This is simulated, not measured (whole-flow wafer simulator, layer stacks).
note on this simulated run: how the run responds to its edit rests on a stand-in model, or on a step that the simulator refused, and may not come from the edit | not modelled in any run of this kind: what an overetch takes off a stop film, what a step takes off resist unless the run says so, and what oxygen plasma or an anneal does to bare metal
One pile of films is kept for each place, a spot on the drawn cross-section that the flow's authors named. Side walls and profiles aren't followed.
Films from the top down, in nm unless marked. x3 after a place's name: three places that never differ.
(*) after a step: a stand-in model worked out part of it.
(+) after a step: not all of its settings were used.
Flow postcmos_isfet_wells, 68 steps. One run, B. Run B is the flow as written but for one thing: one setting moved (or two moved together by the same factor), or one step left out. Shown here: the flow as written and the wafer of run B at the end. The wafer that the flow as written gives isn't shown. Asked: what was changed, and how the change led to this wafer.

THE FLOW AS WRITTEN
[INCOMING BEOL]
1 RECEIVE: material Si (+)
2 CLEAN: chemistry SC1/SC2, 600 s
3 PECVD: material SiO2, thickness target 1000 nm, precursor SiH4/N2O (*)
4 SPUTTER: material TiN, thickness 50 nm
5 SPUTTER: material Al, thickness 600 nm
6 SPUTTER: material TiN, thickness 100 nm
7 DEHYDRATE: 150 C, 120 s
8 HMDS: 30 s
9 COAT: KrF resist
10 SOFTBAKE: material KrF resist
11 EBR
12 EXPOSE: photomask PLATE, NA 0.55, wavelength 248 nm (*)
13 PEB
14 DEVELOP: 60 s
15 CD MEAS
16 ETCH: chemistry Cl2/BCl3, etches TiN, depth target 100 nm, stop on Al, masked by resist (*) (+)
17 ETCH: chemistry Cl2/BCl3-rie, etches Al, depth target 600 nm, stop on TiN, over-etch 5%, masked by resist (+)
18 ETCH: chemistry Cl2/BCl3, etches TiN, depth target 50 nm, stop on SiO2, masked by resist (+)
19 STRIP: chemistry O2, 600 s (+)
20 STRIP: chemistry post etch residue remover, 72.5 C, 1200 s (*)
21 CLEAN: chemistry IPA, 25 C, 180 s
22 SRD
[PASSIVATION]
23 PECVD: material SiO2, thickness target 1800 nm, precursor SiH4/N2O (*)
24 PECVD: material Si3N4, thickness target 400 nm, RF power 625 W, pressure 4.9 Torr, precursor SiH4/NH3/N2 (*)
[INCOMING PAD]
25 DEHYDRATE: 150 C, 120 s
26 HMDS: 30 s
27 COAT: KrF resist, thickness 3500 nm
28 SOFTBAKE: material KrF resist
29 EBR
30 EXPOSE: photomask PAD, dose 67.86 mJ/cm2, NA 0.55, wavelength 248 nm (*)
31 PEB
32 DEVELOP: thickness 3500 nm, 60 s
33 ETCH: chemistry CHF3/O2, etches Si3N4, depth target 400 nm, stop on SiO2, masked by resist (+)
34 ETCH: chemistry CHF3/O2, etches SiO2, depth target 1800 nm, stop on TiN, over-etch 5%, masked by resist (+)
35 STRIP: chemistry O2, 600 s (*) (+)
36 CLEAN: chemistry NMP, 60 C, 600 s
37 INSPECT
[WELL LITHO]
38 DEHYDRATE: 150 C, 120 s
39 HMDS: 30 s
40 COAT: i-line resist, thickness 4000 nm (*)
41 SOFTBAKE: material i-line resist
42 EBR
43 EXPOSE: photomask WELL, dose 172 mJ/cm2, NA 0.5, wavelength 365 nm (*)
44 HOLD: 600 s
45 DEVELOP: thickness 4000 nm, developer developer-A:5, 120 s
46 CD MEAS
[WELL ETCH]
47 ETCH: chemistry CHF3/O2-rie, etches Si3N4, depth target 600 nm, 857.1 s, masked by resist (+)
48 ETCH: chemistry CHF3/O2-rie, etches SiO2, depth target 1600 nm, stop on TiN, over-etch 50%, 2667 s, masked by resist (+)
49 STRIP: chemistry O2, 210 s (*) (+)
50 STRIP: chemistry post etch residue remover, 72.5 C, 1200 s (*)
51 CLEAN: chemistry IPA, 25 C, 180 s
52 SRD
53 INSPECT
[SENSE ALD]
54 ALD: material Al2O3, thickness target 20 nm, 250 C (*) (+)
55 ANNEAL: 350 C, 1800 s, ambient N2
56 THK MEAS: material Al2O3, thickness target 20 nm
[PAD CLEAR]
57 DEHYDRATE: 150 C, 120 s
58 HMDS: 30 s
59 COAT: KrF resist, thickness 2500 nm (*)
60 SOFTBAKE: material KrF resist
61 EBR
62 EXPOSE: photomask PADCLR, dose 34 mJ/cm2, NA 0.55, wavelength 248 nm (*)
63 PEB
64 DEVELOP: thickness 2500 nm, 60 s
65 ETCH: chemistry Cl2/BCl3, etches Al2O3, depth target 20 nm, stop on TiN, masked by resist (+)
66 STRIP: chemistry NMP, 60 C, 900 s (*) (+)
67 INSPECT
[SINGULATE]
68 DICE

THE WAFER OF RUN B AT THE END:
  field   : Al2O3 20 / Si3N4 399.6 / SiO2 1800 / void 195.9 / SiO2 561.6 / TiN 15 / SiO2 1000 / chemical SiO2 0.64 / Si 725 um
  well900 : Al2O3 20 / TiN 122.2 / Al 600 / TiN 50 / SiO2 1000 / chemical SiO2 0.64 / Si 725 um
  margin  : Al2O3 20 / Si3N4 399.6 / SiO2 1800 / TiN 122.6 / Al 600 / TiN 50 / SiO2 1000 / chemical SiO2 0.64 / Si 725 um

The cause: step 6, SPUTTER: thickness 123 nm was run, where the flow has thickness 100 nm.

How the change led to this, step by step:
  6 SPUTTER: material TiN, thickness 100 nm
      field, margin, well900, well1300 x3, pad_rim, pad_clr, pad_open: TiN +123 (new film) (as written it would be: TiN +100 (new film))
  16 ETCH: chemistry Cl2/BCl3, etches TiN, depth target 100 nm, stop on Al, masked by resist (*) (+)
      field: TiN -100 (as written it would be: TiN -100 (all of it))
  17 ETCH: chemistry Cl2/BCl3-rie, etches Al, depth target 600 nm, stop on TiN, over-etch 5%, masked by resist (+)
      field: TiN -23 (all of it), Al -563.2 (as written it would be: Al -600 (all of it))
  18 ETCH: chemistry Cl2/BCl3, etches TiN, depth target 50 nm, stop on SiO2, masked by resist (+)
      field: Al -36.8 (all of it), TiN -34.5 (as written it would be: TiN -50 (all of it))
  23 PECVD: material SiO2, thickness target 1800 nm, precursor SiH4/N2O (*)
      field: SiO2 +1800 (new film), void +195.9 (new film), SiO2 +561.6 (new film) (as written it would be: SiO2 +1800 (new film), void +189.9 (new film), SiO2 +559.7)
Counting metal films that touch as one body, field has 1 body; the flow as written gives 0 bodies.
